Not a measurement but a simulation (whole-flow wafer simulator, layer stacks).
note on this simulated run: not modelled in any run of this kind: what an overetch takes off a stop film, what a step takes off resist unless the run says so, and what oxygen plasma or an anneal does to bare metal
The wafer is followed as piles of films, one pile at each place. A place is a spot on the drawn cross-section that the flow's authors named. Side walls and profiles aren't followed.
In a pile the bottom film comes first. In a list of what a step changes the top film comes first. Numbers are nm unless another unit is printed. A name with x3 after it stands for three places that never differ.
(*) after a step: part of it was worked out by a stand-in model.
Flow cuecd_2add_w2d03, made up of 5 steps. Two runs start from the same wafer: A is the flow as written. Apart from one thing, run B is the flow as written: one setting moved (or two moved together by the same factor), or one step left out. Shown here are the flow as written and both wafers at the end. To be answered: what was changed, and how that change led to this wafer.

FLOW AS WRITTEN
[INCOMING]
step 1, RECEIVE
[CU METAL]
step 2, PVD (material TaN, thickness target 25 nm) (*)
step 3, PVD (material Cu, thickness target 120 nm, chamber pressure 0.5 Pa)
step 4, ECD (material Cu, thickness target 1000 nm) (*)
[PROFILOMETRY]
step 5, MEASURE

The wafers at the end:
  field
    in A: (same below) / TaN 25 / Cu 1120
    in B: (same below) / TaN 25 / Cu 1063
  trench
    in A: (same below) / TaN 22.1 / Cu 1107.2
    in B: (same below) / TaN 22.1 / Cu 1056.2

What caused this: step 3, PVD: thickness target 63 nm was run, while the flow as written has thickness target 120 nm.

Step by step, how the change led to this:
  step 3, PVD (material Cu, thickness target 120 nm, chamber pressure 0.5 Pa)
      field: A +120 Cu (new film) | B +63 Cu (new film)
      trench: A +107.2 Cu (new film) | B +56.2 Cu (new film)
